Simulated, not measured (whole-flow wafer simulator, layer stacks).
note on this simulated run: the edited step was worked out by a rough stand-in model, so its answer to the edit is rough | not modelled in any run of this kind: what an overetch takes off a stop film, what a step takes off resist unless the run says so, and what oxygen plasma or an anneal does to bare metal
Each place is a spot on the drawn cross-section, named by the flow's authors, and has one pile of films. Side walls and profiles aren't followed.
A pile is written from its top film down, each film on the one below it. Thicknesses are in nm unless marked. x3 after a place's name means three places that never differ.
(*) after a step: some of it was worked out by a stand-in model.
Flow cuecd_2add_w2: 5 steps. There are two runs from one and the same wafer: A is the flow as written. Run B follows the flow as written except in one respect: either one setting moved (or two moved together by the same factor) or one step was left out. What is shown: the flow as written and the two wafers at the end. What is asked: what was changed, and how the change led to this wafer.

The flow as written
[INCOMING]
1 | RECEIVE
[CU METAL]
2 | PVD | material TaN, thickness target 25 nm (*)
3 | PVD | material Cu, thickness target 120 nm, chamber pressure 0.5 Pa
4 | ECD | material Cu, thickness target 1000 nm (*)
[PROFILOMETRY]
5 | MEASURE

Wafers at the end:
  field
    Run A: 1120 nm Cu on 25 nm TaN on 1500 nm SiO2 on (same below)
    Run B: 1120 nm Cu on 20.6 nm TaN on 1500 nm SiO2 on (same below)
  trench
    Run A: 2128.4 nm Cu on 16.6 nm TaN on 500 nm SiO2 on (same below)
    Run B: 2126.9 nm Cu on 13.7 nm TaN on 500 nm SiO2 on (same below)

The reason: step 2, PVD: thickness target 20.6 nm was run, whereas the flow has thickness target 25 nm.
The wafer itself shows it: field has TaN 20.6, and step 2 as written asks for 25 nm.

The path from the change to this, step by step:
  2 | PVD | material TaN, thickness target 25 nm (*)
      field: A +25 TaN (new film) | B +20.6 TaN (new film)
      trench: A +16.6 TaN (new film) | B +13.7 TaN (new film)
